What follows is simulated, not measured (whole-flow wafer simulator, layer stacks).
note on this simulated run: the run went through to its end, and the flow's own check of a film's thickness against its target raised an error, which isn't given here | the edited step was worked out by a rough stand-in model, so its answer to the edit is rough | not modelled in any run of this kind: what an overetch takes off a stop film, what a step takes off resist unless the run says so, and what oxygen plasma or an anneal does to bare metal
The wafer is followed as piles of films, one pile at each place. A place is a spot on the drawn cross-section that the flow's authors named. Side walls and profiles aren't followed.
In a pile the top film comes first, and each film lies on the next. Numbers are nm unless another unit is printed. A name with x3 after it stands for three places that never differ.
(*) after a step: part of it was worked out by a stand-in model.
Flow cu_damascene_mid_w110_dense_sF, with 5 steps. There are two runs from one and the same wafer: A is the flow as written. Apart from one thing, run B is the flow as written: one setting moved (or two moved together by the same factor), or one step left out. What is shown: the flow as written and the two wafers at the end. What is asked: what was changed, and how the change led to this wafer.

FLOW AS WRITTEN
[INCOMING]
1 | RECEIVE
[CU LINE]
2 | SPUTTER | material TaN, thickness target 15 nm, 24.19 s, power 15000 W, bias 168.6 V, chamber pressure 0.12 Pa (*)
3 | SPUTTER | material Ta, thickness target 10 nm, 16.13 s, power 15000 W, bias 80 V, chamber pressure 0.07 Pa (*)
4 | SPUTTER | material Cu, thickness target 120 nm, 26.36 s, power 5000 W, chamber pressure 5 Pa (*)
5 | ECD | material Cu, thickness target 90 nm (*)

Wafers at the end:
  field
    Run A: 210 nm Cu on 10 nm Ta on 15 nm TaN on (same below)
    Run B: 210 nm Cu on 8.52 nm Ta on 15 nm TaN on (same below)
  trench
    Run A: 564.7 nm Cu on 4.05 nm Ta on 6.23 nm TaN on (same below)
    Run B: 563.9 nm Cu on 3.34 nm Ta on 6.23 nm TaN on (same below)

The reason: step 3, SPUTTER: power 12780 W was run, though the flow has power 15000 W.

Step by step, how the change led to this:
  3 | SPUTTER | material Ta, thickness target 10 nm, 16.13 s, power 15000 W, bias 80 V, chamber pressure 0.07 Pa (*)
      field: A +10 Ta (new film) | B +8.52 Ta (new film)
      trench: A +4.05 Ta (new film) | B +3.34 Ta (new film)
